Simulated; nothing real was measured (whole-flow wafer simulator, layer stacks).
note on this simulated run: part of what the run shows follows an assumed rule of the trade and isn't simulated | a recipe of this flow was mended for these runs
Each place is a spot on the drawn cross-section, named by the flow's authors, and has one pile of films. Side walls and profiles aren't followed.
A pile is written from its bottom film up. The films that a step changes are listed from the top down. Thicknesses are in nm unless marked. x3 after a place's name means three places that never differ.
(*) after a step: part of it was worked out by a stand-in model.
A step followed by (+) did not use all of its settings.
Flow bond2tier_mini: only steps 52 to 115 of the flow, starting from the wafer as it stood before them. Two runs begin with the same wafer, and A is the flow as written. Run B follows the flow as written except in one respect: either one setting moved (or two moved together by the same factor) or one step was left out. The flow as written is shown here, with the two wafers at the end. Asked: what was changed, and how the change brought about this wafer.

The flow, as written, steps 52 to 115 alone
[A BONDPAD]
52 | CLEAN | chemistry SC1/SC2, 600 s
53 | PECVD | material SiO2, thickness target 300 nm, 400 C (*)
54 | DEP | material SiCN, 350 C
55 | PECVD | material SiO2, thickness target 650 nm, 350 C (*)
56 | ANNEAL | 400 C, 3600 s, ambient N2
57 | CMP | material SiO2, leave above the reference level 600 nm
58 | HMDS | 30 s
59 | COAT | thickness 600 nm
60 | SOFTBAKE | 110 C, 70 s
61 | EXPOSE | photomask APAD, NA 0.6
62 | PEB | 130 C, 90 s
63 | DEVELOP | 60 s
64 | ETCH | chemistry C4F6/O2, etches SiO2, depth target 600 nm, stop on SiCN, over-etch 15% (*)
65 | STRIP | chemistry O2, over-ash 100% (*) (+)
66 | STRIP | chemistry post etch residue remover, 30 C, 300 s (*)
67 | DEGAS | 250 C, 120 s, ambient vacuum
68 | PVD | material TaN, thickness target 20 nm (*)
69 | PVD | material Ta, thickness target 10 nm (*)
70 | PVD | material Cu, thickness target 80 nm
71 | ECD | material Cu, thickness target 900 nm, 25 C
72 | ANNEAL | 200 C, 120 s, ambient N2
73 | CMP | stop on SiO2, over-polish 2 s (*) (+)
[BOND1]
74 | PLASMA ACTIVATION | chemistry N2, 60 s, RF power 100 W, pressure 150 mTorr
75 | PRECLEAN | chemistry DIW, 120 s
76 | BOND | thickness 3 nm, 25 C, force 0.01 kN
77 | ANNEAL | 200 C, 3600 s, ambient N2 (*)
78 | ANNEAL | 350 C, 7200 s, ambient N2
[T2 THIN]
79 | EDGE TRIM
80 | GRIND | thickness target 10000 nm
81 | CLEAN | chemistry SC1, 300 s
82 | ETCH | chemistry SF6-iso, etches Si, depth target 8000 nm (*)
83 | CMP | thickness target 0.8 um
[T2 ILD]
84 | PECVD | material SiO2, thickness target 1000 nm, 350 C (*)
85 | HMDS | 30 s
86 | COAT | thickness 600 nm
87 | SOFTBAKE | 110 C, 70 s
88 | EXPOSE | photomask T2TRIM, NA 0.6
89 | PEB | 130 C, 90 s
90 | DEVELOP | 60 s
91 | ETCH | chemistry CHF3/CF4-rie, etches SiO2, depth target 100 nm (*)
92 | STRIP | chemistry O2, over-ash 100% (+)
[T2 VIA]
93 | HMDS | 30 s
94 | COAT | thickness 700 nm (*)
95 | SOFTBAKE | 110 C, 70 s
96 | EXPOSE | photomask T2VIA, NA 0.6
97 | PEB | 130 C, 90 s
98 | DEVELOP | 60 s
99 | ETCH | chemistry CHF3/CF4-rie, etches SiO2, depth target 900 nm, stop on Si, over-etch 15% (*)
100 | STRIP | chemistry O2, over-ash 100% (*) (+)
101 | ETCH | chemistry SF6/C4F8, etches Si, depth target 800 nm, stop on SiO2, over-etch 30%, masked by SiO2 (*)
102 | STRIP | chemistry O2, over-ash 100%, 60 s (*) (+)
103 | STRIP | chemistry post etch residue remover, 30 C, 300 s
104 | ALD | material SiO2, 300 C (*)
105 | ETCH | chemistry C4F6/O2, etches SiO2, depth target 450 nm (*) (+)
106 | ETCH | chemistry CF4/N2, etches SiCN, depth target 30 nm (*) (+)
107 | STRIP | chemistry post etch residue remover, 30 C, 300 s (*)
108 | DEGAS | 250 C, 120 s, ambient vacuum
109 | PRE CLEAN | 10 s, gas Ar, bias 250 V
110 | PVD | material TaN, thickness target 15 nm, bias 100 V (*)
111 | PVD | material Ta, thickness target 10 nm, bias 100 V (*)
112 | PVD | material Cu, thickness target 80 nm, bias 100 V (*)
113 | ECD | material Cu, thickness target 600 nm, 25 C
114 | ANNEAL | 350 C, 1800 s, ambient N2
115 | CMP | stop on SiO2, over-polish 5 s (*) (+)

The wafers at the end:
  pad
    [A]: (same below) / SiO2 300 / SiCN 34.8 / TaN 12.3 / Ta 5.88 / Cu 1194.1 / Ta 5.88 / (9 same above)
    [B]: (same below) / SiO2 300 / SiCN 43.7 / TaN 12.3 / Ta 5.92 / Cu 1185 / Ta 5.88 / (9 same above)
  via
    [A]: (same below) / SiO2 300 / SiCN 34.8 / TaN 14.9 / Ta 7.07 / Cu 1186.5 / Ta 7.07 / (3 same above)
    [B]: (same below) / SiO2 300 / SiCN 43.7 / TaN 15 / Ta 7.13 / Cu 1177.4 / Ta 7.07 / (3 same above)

The reason: step 64, ETCH: over-etch 6.19% was run, while the flow as written has over-etch 15%.

Step by step, how the change led to this:
  64 | ETCH | chemistry C4F6/O2, etches SiO2, depth target 600 nm, stop on SiCN, over-etch 15% (*)
      pad, via: A SiO2 loses 600 (all of it), SiCN loses 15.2 | B SiO2 loses 600 (all of it), SiCN loses 6.26
      field: A thick-KrF-resist loses 115 | B thick-KrF-resist loses 106.2
